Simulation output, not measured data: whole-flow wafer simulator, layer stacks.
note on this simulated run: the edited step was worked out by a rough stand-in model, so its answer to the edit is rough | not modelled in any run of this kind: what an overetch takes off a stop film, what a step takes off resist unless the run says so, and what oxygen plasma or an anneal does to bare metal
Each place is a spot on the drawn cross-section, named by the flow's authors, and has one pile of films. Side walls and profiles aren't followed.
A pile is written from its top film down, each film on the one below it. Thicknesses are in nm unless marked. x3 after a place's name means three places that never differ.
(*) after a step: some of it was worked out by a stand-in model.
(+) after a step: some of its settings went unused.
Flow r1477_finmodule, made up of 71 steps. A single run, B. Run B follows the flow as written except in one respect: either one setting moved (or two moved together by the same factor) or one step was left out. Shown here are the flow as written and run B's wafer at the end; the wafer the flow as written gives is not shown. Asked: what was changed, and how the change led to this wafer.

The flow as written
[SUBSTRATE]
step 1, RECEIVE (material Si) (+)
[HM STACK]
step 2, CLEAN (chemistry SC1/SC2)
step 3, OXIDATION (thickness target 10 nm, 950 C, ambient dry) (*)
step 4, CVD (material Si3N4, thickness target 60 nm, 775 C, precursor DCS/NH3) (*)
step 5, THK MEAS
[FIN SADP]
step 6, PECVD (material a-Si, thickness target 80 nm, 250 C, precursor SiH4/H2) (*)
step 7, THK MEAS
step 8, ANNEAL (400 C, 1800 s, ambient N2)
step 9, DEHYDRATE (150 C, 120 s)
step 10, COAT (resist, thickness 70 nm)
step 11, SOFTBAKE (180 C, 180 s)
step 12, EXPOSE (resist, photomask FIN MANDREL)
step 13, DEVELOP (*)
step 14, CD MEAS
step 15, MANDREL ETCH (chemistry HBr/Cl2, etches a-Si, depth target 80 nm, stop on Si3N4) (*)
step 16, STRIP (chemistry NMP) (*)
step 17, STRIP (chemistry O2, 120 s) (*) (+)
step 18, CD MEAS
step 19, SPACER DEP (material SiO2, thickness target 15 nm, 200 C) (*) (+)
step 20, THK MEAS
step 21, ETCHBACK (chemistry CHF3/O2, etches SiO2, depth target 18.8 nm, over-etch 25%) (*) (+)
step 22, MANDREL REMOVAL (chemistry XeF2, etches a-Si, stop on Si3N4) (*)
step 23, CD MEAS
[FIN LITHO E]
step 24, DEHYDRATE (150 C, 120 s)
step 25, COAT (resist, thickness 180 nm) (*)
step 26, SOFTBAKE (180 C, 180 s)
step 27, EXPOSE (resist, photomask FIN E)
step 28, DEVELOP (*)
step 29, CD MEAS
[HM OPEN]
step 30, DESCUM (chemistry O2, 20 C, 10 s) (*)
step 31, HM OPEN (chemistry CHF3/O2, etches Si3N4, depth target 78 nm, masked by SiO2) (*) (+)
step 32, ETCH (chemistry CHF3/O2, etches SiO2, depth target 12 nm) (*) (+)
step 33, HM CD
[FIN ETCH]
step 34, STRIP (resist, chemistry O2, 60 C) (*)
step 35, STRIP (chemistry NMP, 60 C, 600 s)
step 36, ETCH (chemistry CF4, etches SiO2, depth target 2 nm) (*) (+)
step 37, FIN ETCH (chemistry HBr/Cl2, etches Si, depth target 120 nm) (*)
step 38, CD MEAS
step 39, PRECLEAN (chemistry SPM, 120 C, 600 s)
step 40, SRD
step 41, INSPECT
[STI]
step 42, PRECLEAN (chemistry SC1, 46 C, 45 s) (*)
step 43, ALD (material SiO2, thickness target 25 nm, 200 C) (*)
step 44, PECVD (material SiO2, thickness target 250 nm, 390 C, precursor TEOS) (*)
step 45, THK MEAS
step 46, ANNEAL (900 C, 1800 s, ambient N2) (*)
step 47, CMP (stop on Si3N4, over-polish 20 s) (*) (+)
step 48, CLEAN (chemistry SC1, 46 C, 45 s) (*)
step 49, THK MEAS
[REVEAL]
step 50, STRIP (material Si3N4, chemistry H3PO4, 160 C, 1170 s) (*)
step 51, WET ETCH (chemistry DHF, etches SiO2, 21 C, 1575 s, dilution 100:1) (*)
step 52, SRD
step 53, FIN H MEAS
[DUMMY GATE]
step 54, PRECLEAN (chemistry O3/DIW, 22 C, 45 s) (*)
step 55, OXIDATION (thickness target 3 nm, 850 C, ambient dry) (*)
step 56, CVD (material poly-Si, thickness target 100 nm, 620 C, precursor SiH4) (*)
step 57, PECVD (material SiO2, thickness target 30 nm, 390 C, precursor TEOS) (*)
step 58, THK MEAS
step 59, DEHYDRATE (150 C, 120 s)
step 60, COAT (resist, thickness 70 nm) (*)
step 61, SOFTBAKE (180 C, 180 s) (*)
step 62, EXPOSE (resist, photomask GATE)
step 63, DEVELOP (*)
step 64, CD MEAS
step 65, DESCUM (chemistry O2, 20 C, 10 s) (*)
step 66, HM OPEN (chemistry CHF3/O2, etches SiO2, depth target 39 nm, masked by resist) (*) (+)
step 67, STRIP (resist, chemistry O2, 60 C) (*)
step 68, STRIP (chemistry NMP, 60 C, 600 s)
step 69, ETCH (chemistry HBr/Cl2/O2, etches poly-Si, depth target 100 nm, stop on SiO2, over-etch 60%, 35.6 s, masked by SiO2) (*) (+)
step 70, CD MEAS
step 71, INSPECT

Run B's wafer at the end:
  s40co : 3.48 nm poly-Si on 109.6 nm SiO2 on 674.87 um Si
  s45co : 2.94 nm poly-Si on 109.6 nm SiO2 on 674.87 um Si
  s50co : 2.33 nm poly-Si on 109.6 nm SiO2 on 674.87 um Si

The reason: step 69, ETCH: depth target 67.5 nm was run, though the flow has depth target 100 nm.

How this came from the change, step by step:
  step 69, ETCH (chemistry HBr/Cl2/O2, etches poly-Si, depth target 100 nm, stop on SiO2, over-etch 60%, 35.6 s, masked by SiO2) (*) (+)
      s40co: chemical SiO2 loses 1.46 (all of it), poly-Si loses 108 (in the flow as written it would be: chemical SiO2 loses 1.46 (all of it), poly-Si loses 111.5 (all of it), SiO2 loses 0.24)
      s45co: chemical SiO2 loses 1.46 (all of it), poly-Si loses 108 (in the flow as written it would be: chemical SiO2 loses 1.46 (all of it), poly-Si loses 110.9 (all of it), SiO2 loses 0.25)
      (as well as at 19 more places)
